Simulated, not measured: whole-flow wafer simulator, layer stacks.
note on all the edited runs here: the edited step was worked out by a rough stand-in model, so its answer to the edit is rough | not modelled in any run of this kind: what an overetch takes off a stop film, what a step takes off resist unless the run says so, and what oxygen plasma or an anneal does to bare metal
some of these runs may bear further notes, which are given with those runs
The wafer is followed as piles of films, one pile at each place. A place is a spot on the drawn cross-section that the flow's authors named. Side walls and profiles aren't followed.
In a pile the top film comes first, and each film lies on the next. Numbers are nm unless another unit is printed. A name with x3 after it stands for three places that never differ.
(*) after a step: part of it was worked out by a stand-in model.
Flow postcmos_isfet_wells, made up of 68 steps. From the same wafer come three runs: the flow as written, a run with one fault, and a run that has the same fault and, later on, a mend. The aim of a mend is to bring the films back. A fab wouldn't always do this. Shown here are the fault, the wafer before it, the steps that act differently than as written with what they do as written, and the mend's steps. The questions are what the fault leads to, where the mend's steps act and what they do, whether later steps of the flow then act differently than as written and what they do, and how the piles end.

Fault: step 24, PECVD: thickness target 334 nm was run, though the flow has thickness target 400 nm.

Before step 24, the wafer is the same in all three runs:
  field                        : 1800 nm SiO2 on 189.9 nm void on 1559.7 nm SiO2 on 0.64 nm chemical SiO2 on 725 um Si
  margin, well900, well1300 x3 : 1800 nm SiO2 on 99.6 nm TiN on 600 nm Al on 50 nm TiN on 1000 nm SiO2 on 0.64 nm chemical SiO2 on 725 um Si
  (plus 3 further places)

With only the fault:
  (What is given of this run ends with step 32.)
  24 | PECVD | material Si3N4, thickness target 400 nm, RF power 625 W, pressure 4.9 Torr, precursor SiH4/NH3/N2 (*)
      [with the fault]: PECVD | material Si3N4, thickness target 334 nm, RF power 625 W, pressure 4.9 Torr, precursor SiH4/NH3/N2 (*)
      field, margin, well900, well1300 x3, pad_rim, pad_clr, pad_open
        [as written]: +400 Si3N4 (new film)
        [with the fault]: +334 Si3N4 (new film)
  Every later step of the flow up to step 32 that is run acts as written at every place that is followed.
  The piles after step 32 differ from the flow's at field, margin, well900, well1300 x3, pad_rim, pad_clr, pad_open by more than 2% or 0.5 nm, whichever is larger.
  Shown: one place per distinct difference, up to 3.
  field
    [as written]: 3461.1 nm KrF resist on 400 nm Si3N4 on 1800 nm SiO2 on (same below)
    [with the fault]: 3461.1 nm KrF resist on 334 nm Si3N4 on 1800 nm SiO2 on (same below)
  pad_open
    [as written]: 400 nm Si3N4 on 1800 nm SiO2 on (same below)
    [with the fault]: 334 nm Si3N4 on 1800 nm SiO2 on (same below)

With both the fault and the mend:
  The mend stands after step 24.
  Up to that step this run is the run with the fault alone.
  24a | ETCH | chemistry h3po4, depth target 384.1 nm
      field, margin, well900, well1300 x3, pad_rim, pad_clr, pad_open
        -334 Si3N4 (all of it)
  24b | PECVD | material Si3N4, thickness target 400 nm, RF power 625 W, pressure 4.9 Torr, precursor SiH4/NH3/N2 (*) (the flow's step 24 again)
      field, margin, well900, well1300 x3, pad_rim, pad_clr, pad_open
        +400 Si3N4 (new film)
  Every later step of the flow that is run acts as written at every place that is followed.
  By the end, the piles equal the flow's at every place that both follow.
